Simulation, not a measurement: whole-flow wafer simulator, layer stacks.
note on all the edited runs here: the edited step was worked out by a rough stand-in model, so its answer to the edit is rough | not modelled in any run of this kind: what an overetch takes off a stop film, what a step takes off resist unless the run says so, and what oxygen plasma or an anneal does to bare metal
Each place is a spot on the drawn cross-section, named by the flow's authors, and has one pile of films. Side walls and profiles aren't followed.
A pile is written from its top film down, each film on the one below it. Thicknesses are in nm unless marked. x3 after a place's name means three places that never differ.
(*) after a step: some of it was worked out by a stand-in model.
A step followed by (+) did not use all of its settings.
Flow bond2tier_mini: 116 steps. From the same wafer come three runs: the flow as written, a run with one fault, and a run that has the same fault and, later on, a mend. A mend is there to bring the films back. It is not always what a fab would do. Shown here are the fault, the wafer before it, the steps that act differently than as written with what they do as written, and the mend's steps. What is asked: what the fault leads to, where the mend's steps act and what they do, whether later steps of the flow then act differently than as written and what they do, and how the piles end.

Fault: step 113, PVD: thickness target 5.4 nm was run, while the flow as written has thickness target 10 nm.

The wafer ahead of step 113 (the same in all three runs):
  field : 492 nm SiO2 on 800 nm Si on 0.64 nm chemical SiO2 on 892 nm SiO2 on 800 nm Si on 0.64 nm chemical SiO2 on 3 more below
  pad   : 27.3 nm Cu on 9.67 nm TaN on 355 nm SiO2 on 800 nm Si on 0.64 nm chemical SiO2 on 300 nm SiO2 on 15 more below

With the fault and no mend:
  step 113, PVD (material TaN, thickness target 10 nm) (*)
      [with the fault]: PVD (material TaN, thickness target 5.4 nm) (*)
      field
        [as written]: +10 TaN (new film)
        [with the fault]: +5.4 TaN (new film)
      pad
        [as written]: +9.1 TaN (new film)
        [with the fault]: +4.92 TaN (new film)
  Later steps of the flow acting differently than as written (1 other step is not shown; it differs only slightly, by no more than 2% or 0.5 nm, whichever is larger):
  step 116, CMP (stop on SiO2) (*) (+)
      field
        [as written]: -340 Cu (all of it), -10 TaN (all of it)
        [with the fault]: -340 Cu (all of it), -5.4 TaN (all of it)
  At pad, the piles at the end differ from the flow's by more than 2% or 0.5 nm, whichever is larger.
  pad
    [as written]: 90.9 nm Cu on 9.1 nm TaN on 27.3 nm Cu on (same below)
    [with the fault]: 95.1 nm Cu on 4.92 nm TaN on 27.3 nm Cu on (same below)

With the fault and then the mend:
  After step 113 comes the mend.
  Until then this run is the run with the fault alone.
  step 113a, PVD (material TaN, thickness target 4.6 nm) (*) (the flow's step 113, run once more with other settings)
      field
        +4.6 TaN
      pad
        +4.18 TaN
  None of the later steps of the flow acts differently than as written at any place that is followed.
  The piles end the same as the flow's at every place that both follow.
